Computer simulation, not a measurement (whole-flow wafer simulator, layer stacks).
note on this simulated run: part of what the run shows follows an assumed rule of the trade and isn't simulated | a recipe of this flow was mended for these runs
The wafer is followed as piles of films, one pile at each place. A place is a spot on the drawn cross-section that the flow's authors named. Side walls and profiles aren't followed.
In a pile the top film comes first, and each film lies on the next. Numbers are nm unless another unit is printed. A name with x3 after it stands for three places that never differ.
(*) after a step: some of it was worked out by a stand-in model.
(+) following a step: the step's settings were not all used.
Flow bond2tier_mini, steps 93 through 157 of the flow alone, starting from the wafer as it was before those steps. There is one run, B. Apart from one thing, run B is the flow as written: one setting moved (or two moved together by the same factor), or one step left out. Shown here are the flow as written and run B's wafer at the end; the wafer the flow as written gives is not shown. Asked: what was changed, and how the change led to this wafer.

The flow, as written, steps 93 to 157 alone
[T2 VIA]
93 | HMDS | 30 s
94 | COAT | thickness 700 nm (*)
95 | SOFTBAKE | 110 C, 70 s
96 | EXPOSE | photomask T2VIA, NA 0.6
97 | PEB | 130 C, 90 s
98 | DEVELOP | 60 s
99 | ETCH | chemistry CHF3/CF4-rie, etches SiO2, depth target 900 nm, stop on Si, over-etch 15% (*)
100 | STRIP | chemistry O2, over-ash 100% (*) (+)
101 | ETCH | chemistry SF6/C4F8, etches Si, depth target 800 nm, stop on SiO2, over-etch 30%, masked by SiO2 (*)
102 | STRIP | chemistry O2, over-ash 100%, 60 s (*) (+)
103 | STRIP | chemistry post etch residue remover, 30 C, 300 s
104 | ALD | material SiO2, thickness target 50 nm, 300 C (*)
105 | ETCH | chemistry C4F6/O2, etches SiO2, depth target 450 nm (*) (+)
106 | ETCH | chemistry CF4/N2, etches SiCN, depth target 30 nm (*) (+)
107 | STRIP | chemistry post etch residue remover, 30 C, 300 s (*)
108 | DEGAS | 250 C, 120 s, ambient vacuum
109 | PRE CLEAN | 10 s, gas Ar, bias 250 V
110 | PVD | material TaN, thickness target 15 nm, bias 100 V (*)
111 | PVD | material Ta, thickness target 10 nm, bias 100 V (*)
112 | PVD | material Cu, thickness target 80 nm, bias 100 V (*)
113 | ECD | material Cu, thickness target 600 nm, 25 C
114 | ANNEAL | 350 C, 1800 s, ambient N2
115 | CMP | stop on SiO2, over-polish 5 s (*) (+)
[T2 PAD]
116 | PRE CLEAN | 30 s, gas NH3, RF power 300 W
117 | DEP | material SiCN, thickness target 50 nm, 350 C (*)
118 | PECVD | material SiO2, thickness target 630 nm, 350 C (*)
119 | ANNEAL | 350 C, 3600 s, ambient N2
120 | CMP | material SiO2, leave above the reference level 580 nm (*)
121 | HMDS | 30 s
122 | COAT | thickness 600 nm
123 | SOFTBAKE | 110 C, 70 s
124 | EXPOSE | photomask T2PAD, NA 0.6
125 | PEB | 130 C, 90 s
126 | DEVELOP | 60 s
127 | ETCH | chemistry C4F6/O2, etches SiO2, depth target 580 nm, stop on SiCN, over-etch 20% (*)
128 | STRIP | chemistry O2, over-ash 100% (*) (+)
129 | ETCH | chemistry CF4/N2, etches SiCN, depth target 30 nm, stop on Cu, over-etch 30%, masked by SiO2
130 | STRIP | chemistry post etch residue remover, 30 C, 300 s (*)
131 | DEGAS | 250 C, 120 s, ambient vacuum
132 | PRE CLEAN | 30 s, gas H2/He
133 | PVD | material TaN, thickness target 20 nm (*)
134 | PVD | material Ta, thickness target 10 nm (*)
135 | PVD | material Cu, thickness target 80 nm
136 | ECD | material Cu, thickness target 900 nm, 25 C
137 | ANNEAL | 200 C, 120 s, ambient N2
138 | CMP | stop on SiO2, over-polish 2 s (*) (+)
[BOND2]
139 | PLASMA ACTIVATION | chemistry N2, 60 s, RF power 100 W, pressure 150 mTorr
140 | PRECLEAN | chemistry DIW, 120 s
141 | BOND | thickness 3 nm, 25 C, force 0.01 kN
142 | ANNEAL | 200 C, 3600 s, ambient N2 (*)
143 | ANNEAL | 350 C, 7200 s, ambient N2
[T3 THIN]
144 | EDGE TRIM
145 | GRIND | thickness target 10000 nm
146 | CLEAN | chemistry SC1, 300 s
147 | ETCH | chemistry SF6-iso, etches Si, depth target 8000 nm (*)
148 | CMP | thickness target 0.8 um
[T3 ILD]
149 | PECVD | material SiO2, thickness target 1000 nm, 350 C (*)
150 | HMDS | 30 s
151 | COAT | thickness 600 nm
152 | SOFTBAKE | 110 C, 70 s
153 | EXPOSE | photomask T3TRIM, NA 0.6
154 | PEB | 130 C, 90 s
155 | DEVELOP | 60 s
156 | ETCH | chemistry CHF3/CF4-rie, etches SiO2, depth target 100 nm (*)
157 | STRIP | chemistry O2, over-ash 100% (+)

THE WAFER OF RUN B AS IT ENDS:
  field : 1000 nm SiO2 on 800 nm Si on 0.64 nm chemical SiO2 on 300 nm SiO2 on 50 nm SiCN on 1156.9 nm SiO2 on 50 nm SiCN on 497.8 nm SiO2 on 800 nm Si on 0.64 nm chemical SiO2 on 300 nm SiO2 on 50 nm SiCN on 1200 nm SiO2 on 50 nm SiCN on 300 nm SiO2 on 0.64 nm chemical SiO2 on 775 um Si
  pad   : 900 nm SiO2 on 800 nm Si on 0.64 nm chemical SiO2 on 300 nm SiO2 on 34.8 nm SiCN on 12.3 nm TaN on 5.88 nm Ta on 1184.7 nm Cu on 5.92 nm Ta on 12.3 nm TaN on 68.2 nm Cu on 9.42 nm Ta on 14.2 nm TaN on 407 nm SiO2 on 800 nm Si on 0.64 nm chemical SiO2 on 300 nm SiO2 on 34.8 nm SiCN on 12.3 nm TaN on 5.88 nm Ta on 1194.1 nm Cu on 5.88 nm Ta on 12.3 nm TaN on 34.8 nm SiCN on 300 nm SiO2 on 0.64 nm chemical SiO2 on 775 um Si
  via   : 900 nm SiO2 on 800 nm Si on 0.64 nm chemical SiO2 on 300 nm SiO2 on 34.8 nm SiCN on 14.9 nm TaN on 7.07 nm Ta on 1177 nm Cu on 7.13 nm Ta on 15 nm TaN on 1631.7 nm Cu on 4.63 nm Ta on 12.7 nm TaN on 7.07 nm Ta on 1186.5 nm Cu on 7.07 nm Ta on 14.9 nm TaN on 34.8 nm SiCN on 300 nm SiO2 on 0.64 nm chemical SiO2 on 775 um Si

The reason: step 105, ETCH: depth target 509.5 nm was run, while the flow as written has depth target 450 nm; step 109, PRE CLEAN: bias 282 V was run, where the flow has bias 250 V.

How this came from the change, step by step:
  105 | ETCH | chemistry C4F6/O2, etches SiO2, depth target 450 nm (*) (+)
      field, pad: -509.5 SiO2 (it would be, as written: -450 SiO2)
      via: -348.1 SiO2 (all of it), -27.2 SiCN (it would be, as written: -348.1 SiO2 (all of it), -17.2 SiCN)
  106 | ETCH | chemistry CF4/N2, etches SiCN, depth target 30 nm (*) (+)
      via: -7.61 SiCN (all of it), -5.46 TaN (it would be, as written: -17.6 SiCN (all of it), -3.01 TaN)
  113 | ECD | material Cu, thickness target 600 nm, 25 C
      via: +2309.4 Cu (it would be, as written: +2367 Cu)
